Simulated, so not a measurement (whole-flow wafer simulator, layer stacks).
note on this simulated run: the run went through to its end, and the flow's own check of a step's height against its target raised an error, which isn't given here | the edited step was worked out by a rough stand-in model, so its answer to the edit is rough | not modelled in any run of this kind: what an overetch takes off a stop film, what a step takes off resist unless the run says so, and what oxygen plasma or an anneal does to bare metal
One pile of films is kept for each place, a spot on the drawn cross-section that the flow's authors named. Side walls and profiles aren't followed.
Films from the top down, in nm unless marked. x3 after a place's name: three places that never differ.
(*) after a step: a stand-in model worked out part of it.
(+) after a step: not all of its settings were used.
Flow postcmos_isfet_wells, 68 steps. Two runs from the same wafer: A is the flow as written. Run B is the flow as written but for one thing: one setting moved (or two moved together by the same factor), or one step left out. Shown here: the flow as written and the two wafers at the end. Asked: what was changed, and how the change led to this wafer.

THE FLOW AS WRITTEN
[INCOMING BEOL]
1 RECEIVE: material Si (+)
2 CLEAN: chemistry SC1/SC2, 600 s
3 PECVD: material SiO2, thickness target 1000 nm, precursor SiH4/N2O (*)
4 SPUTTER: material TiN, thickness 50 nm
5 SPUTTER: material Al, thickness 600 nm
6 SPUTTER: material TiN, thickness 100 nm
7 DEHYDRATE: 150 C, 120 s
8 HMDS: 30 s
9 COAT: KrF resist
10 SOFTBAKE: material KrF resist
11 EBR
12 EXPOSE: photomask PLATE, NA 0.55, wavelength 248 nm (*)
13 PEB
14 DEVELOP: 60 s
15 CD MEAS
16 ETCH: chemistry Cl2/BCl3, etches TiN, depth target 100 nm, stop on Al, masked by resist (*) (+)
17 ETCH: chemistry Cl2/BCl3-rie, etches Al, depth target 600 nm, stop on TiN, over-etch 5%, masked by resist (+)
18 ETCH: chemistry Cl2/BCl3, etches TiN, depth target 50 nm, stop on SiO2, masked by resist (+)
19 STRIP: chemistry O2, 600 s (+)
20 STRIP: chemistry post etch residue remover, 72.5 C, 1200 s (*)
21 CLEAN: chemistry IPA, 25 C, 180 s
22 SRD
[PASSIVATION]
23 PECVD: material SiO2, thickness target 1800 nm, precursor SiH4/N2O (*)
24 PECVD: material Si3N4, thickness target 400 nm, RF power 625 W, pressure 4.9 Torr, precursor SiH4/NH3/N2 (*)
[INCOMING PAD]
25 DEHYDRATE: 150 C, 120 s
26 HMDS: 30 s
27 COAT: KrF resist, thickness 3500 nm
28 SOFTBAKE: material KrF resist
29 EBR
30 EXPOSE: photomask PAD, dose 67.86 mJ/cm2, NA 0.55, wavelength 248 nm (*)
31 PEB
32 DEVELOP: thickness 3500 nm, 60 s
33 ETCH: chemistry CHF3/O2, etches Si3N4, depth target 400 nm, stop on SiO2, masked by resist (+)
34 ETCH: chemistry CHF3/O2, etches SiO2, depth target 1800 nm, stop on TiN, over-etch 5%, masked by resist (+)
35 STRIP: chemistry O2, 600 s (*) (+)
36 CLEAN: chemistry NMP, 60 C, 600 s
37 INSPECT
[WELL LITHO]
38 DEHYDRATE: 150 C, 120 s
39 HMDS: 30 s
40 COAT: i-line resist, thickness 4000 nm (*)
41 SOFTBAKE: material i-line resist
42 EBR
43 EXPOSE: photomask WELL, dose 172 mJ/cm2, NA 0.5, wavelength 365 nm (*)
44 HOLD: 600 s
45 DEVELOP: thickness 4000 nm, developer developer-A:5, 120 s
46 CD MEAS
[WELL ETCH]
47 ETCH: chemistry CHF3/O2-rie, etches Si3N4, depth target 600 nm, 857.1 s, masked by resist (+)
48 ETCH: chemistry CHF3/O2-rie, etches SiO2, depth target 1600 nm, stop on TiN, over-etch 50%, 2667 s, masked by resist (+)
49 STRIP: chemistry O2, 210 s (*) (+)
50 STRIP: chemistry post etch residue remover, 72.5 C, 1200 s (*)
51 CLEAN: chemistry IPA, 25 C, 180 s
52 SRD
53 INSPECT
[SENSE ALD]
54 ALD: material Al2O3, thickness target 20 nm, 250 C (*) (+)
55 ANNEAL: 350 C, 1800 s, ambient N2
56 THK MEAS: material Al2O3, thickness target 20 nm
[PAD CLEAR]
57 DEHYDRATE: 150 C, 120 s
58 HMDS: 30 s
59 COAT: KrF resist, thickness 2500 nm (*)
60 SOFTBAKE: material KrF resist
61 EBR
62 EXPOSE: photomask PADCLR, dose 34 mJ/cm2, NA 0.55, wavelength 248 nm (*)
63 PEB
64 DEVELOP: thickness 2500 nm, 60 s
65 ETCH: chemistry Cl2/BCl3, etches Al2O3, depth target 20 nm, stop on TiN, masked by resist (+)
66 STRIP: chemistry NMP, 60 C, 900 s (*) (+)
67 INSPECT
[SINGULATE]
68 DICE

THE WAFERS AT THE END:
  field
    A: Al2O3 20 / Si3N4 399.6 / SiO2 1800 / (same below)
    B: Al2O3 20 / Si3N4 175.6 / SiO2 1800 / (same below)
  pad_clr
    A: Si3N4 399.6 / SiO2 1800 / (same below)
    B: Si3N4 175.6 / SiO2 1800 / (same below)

The cause: step 24, PECVD: thickness target 176 nm was run, where the flow has thickness target 400 nm.

How the change led to this, step by step:
  24 PECVD: material Si3N4, thickness target 400 nm, RF power 625 W, pressure 4.9 Torr, precursor SiH4/NH3/N2 (*)
      field, margin, well900, well1300 x3, pad_rim, pad_clr, pad_open: A Si3N4 +400 (new film) | B Si3N4 +176 (new film)
  33 ETCH: chemistry CHF3/O2, etches Si3N4, depth target 400 nm, stop on SiO2, masked by resist (+)
      field, margin, well900, well1300 x3, pad_rim, pad_clr: A KrF resist -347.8 | B KrF resist -229.6
      pad_open: A Si3N4 -400 (all of it) | B Si3N4 -176 (all of it)
  35 STRIP: chemistry O2, 600 s (*) (+)
      field, margin, well900, well1300 x3, pad_rim, pad_clr: A KrF resist -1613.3 (all of it) | B KrF resist -1731.6 (all of it)
  40 COAT: i-line resist, thickness 4000 nm (*)
      pad_clr: A i-line resist +3256.8 (new film) | B i-line resist +3326.9 (new film)
  41 SOFTBAKE: material i-line resist
      pad_clr: A i-line resist -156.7 | B i-line resist -134.5
      pad_open: A i-line resist +115.3 | B i-line resist +105.3
  47 ETCH: chemistry CHF3/O2-rie, etches Si3N4, depth target 600 nm, 857.1 s, masked by resist (+)
      well900, well1300 x3: A Si3N4 -400 (all of it), SiO2 -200 | B Si3N4 -176 (all of it), SiO2 -424
  48 ETCH: chemistry CHF3/O2-rie, etches SiO2, depth target 1600 nm, stop on TiN, over-etch 50%, 2667 s, masked by resist (+)
      well900, well1300 x3: A SiO2 -1600 (all of it) | B SiO2 -1376 (all of it)
  49 STRIP: chemistry O2, 210 s (*) (+)
      pad_clr: A i-line resist -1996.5 (all of it) | B i-line resist -2088.7 (all of it)
      pad_open: A i-line resist -3816.3 (all of it) | B i-line resist -3725.9 (all of it)
  59 COAT: KrF resist, thickness 2500 nm (*)
      field: A KrF resist +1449 (new film) | B KrF resist +1556 (new film)
      margin: A KrF resist +1448.9 (new film) | B KrF resist +1555.9 (new film)
      (and at 2 more places)
  63 PEB
      field, margin: A KrF resist -10.1 | B KrF resist -10.9
      pad_clr: A KrF resist -11.8 | B KrF resist -12.4
  64 DEVELOP: thickness 2500 nm, 60 s
      pad_clr: A KrF resist -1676 (all of it) | B KrF resist -1751 (all of it)
  66 STRIP: chemistry NMP, 60 C, 900 s (*) (+)
      field: A KrF resist -1400.1 (all of it) | B KrF resist -1506.4 (all of it)
      margin: A KrF resist -1400.1 (all of it) | B KrF resist -1506.3 (all of it)
      (and at 1 more place)
